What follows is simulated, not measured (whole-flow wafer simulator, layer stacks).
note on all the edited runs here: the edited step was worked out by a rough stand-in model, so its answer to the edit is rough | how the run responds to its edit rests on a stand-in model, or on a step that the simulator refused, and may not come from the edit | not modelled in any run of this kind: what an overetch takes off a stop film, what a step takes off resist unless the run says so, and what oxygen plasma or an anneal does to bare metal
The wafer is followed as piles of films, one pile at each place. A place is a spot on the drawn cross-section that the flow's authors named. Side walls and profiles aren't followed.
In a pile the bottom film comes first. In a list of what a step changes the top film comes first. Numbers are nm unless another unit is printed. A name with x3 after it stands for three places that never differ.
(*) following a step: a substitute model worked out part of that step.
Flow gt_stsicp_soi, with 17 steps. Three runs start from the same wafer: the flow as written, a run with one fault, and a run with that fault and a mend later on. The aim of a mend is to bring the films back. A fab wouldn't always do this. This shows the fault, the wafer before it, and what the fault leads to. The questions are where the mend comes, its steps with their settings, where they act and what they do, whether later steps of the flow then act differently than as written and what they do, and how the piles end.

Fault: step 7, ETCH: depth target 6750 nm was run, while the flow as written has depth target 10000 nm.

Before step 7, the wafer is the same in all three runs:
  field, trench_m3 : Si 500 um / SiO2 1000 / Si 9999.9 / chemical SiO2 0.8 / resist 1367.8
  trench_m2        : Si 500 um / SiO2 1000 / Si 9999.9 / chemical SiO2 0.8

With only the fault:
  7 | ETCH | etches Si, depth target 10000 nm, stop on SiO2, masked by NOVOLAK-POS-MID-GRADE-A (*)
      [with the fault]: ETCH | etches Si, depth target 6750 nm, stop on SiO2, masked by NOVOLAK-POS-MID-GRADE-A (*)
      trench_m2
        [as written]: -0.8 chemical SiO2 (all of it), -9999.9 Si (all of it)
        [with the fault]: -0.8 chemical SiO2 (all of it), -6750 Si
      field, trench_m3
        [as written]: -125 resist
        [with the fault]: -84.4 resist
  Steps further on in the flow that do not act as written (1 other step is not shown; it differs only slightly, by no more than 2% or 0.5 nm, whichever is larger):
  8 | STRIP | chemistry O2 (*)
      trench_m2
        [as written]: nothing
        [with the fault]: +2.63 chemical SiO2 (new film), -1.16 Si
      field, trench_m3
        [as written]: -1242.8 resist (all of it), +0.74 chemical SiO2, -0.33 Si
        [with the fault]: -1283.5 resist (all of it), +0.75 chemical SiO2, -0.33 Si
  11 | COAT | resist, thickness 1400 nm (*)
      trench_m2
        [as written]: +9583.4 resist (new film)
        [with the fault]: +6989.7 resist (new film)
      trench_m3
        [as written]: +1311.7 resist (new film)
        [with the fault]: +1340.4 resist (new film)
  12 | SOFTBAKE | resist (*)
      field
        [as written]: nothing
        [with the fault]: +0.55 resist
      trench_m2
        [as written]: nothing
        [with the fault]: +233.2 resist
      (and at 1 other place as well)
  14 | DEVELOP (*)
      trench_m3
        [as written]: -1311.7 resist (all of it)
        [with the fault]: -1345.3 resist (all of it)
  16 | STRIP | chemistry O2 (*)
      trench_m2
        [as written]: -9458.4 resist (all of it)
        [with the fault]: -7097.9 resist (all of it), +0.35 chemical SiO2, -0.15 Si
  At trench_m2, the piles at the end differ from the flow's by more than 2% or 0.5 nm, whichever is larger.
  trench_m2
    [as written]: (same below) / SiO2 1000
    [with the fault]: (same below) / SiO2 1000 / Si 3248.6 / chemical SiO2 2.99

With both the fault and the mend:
  The mend follows step 7.
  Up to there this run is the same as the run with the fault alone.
  7a | ETCH | etches Si, depth target 3250 nm, stop on SiO2, masked by NOVOLAK-POS-MID-GRADE-A (*) (the flow's step 7 again, with other settings)
      field, trench_m3
        -40.6 resist
      trench_m2
        -3249.9 Si (all of it)
  Later steps of the flow that are run all act as written at every place that is followed.
  At every place that both follow, the piles at the end match the flow's.
